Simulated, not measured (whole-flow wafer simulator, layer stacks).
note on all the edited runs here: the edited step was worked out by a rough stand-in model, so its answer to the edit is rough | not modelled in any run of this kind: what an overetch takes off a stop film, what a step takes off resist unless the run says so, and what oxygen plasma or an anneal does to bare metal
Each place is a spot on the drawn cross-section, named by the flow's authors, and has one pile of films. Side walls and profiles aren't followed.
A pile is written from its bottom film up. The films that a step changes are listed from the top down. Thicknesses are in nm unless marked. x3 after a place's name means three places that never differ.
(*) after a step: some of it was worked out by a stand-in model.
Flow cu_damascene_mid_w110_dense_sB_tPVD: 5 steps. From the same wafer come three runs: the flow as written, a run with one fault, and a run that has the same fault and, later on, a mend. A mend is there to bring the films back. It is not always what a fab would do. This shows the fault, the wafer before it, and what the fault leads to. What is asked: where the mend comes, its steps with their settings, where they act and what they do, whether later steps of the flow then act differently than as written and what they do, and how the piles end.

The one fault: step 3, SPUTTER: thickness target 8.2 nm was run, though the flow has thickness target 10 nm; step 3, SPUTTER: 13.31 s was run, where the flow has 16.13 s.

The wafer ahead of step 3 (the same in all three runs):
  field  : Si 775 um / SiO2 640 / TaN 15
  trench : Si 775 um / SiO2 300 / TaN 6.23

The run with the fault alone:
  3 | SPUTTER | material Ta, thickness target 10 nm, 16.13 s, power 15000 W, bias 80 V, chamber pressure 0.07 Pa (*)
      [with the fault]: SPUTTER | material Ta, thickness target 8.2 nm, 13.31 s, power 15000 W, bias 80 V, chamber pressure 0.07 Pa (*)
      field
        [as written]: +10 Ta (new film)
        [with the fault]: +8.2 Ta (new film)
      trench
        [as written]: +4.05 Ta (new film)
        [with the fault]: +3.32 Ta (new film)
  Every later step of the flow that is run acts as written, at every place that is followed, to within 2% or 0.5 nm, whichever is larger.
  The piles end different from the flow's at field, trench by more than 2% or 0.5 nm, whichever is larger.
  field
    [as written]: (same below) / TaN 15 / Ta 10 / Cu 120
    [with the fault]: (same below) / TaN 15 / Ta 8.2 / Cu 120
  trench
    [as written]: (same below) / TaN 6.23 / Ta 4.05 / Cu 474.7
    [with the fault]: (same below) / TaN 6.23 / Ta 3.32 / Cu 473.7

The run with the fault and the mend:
  After step 3 comes the mend.
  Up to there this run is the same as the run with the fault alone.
  3a | SPUTTER | material Ta, thickness target 1.8 nm, 2.903 s, power 15000 W, bias 80 V, chamber pressure 0.07 Pa (*) (the flow's step 3 again, with other settings)
      field
        +1.8 Ta
      trench
        +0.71 Ta
  Every later step of the flow that is run acts as written, at every place that is followed, to within 2% or 0.5 nm, whichever is larger.
  The piles end only slightly different from the flow's at the places that both follow, by no more than 2% or 0.5 nm, whichever is larger.
